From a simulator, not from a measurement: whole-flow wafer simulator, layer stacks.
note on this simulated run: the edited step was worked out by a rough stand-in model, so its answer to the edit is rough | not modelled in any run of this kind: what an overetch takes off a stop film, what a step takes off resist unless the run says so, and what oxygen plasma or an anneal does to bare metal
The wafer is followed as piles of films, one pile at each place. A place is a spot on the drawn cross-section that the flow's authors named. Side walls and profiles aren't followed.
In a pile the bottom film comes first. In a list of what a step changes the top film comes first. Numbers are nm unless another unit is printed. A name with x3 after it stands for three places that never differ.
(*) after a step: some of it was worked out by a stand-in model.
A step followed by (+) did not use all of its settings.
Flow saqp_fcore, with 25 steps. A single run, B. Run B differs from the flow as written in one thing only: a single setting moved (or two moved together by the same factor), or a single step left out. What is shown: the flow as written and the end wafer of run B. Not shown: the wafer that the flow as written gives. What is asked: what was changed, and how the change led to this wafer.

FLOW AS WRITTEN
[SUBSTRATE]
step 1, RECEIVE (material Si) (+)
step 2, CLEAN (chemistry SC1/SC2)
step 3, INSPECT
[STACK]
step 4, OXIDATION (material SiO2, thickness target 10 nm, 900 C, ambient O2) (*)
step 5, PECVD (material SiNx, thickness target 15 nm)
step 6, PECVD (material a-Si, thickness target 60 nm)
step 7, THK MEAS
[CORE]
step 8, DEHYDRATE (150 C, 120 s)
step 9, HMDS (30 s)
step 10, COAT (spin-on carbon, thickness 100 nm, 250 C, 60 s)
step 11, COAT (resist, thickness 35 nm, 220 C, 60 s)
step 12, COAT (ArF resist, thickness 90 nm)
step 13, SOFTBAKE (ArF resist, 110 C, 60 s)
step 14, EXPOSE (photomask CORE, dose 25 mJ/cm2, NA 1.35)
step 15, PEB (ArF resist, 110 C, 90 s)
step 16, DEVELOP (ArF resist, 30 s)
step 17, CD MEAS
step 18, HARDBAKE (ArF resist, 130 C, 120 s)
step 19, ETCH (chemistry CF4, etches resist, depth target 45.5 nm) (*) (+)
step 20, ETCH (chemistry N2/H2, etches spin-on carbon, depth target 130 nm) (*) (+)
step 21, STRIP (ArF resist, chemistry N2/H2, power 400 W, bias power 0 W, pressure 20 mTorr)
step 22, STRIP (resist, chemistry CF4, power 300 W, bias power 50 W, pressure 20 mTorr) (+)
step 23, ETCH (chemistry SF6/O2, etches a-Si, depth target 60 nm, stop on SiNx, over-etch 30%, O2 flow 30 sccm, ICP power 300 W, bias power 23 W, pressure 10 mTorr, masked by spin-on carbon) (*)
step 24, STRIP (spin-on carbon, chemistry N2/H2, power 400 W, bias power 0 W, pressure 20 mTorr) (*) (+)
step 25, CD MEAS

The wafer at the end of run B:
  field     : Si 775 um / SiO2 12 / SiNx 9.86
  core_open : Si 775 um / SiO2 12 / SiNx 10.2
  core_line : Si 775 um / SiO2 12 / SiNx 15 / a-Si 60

The reason: step 4, OXIDATION: thickness target 12 nm was run, whereas the flow has thickness target 10 nm.
The wafer lets one read it off: field has SiO2 12, and step 4 as written asks for 10 nm.

The path from the change to this, step by step:
  step 4, OXIDATION (material SiO2, thickness target 10 nm, 900 C, ambient O2) (*)
      field, core_open, core_line: +12 SiO2 (new film), -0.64 chemical SiO2 (all of it), -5 Si (in the flow as written it would be: +10 SiO2 (new film), -0.64 chemical SiO2 (all of it), -4.12 Si)
